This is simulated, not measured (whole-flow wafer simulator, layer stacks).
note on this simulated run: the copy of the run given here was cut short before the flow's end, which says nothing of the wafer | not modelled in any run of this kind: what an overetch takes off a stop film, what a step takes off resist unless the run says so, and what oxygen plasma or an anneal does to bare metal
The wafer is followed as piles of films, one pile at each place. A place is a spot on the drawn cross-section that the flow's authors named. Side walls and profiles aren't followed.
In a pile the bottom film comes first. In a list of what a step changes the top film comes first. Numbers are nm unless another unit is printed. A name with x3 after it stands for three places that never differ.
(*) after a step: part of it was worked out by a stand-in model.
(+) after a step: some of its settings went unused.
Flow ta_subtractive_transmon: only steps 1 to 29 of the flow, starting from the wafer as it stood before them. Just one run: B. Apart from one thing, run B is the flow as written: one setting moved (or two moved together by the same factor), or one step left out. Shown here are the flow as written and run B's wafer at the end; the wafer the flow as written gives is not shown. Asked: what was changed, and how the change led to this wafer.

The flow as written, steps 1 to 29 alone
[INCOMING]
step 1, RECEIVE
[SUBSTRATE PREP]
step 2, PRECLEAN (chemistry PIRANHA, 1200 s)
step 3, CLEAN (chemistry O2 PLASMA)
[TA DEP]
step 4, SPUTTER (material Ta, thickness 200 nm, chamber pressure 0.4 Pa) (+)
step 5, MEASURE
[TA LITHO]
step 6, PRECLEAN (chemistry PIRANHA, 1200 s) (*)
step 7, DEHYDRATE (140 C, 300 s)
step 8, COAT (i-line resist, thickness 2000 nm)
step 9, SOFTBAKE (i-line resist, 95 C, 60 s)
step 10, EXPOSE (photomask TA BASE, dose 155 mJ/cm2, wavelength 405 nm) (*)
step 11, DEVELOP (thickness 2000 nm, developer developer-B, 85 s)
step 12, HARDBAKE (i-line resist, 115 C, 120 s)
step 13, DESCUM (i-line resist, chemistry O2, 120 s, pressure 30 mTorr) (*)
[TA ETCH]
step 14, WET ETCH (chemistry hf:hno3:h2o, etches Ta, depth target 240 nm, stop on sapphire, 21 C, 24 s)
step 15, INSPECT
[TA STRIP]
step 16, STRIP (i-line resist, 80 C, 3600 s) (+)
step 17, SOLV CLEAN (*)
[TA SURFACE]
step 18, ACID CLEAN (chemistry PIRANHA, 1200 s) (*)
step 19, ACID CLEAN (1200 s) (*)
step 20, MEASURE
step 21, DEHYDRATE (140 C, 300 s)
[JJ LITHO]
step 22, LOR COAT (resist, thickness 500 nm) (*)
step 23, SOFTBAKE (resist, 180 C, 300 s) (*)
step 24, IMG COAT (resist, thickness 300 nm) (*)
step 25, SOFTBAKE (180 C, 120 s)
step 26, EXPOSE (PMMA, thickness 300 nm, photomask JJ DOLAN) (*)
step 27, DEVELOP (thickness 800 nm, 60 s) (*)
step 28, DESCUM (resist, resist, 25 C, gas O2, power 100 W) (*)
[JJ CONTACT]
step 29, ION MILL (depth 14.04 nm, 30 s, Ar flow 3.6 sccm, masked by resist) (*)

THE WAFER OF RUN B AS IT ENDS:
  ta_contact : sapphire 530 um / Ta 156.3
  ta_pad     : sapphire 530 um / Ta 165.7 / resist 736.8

The reason: step 4, SPUTTER: thickness 166 nm was run, whereas the flow has thickness 200 nm.

Step by step, how the change led to this:
  step 4, SPUTTER (material Ta, thickness 200 nm, chamber pressure 0.4 Pa) (+)
      field x2, jj_line, lead, ta_contact, ta_pad: Ta gains 166 (new film) (in the flow as written it would be: Ta gains 200 (new film))
  step 14, WET ETCH (chemistry hf:hno3:h2o, etches Ta, depth target 240 nm, stop on sapphire, 21 C, 24 s)
      field x2, jj_line, lead: Ta loses 166 (all of it) (in the flow as written it would be: Ta loses 200 (all of it))
